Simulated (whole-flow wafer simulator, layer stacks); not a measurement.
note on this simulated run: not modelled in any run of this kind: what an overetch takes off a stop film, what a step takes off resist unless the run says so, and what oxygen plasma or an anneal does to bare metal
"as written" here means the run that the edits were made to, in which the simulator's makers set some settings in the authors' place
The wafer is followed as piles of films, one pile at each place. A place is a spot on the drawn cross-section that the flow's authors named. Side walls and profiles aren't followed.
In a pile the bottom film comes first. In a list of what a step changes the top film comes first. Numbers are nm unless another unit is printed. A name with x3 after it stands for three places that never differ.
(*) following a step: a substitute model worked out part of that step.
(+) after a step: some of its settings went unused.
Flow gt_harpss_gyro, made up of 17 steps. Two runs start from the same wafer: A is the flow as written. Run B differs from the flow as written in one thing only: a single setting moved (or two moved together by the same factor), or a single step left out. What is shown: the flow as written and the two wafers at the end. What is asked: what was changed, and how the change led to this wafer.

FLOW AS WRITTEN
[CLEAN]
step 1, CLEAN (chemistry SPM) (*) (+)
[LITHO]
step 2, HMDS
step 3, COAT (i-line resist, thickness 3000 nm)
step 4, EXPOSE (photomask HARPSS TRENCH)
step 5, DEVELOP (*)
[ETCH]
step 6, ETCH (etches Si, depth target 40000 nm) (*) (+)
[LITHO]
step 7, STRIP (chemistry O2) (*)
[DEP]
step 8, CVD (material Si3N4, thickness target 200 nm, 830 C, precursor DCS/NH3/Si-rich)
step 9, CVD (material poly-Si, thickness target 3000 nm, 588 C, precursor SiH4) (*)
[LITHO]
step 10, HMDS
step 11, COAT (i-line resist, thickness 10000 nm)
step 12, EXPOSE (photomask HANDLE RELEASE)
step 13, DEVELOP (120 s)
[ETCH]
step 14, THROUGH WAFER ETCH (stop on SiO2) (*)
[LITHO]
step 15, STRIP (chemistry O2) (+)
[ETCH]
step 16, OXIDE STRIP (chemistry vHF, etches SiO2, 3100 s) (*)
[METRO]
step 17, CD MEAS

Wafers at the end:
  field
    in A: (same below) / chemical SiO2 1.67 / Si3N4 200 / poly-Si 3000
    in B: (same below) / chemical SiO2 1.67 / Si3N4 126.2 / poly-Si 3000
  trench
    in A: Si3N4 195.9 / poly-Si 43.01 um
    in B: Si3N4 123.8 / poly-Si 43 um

What caused this: step 8, CVD: thickness target 126.2 nm was run, whereas the flow has thickness target 200 nm.
One can read it off the wafer: field has Si3N4 126.2, and step 8 as written asks for 200 nm.

Step by step, how the change led to this:
  step 8, CVD (material Si3N4, thickness target 200 nm, 830 C, precursor DCS/NH3/Si-rich)
      field: A Si3N4 gains 200 (new film) | B Si3N4 gains 126.2 (new film)
      trench: A Si3N4 gains 195.9 (new film) | B Si3N4 gains 123.8 (new film)
  step 9, CVD (material poly-Si, thickness target 3000 nm, 588 C, precursor SiH4) (*)
      trench: A poly-Si gains 43.01 um (new film) | B poly-Si gains 43 um (new film)
